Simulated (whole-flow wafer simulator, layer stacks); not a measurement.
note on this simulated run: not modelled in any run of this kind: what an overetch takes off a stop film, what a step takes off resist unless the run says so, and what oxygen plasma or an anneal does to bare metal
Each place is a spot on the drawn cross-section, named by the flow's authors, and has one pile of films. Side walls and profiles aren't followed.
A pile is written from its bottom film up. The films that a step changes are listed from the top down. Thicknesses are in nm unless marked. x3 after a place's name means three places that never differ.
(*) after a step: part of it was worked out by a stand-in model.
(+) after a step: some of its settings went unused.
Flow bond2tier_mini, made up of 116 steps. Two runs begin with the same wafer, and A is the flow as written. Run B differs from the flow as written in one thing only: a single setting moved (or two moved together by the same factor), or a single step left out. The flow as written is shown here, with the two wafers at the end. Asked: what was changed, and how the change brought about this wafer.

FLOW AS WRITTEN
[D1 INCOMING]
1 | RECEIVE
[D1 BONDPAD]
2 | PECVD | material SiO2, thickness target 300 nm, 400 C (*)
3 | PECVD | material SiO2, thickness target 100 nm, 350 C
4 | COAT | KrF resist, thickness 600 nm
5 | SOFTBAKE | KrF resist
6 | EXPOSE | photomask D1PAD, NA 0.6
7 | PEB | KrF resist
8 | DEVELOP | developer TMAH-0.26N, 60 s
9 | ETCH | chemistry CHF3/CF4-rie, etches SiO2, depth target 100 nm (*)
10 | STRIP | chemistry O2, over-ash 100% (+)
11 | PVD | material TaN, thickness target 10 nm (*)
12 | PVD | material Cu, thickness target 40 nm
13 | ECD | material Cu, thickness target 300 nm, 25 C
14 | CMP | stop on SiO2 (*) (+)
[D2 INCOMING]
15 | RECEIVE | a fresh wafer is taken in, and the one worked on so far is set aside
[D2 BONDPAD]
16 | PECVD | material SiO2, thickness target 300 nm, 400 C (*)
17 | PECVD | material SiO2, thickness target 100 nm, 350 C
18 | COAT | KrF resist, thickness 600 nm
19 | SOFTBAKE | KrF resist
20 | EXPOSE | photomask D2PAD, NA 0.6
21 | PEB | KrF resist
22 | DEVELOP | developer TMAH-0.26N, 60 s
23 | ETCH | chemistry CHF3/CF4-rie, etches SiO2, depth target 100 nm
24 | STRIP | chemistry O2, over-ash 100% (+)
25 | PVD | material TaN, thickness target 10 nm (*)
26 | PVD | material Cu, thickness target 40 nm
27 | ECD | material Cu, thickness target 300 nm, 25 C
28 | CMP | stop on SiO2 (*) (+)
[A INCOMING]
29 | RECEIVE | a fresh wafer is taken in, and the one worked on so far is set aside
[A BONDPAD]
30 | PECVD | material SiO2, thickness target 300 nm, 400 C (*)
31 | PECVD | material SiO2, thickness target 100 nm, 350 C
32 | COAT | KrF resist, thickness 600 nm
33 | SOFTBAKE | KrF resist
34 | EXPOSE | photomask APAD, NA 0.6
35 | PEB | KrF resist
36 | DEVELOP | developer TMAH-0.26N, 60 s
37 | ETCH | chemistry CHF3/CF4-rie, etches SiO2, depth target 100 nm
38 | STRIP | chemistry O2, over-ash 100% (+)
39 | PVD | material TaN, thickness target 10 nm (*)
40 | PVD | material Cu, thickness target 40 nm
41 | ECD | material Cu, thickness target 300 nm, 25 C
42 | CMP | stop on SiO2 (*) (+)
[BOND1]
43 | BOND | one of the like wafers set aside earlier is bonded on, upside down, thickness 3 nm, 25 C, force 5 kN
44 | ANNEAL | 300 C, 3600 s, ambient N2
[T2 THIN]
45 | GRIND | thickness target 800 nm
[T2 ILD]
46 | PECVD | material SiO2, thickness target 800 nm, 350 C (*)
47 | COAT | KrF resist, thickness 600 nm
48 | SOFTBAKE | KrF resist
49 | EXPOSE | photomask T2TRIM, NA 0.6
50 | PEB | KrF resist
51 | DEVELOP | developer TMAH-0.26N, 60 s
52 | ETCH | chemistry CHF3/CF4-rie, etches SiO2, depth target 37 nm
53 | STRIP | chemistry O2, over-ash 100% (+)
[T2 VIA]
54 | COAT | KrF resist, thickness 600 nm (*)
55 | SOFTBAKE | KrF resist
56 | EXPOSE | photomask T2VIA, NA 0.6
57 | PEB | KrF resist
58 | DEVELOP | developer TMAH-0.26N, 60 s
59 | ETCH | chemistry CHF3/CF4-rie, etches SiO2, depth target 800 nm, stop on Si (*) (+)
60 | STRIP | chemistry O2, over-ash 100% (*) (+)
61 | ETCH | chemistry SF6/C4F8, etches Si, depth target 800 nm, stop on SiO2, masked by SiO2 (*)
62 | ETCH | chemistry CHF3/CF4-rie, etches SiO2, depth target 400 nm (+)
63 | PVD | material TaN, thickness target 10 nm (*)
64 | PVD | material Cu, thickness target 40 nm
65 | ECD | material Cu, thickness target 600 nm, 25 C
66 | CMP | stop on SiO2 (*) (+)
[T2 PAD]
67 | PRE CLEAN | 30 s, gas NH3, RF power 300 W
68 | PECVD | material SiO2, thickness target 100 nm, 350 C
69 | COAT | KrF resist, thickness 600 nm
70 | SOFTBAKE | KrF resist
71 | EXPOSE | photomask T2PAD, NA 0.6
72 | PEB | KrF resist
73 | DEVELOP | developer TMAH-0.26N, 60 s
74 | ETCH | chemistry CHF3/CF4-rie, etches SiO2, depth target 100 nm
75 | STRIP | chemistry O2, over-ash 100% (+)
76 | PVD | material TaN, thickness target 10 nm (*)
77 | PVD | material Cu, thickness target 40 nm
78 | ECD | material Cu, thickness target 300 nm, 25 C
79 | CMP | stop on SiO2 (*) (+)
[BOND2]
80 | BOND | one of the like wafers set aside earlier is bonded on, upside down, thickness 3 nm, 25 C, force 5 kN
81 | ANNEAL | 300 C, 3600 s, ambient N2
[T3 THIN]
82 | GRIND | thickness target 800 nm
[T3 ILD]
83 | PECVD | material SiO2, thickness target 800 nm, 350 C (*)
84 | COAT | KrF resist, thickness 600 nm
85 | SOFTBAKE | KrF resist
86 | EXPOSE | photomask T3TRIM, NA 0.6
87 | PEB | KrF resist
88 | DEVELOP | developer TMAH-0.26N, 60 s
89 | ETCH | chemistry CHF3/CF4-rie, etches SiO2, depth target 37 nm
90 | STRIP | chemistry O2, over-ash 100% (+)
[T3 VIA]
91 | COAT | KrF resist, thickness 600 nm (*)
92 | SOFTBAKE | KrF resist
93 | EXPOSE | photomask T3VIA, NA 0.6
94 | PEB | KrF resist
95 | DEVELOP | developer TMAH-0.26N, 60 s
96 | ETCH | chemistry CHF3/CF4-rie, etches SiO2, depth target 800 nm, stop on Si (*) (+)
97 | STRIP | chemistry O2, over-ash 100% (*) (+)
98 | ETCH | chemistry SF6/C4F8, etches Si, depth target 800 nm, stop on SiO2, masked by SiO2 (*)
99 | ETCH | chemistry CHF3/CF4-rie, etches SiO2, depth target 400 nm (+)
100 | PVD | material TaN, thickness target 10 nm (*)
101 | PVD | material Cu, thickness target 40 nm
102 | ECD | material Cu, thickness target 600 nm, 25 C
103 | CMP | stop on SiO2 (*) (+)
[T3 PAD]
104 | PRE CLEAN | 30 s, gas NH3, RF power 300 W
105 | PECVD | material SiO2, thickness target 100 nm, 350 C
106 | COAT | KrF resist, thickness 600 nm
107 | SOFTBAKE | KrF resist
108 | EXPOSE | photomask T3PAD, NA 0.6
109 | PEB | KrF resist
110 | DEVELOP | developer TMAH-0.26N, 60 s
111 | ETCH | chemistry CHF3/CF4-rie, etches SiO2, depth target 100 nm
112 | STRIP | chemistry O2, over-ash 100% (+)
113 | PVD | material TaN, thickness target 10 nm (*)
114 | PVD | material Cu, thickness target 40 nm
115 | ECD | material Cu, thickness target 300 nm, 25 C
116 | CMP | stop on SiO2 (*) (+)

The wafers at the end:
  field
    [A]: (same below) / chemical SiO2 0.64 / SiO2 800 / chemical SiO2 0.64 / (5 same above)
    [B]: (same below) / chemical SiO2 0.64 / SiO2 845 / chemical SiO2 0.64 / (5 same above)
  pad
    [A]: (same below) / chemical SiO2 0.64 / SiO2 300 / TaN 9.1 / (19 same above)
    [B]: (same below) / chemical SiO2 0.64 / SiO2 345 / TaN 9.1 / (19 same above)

What caused this: step 31, PECVD: thickness target 145 nm was run, whereas the flow has thickness target 100 nm.

The path from the change to this, step by step:
  31 | PECVD | material SiO2, thickness target 100 nm, 350 C
      field, pad, via: A +100 SiO2 | B +145 SiO2
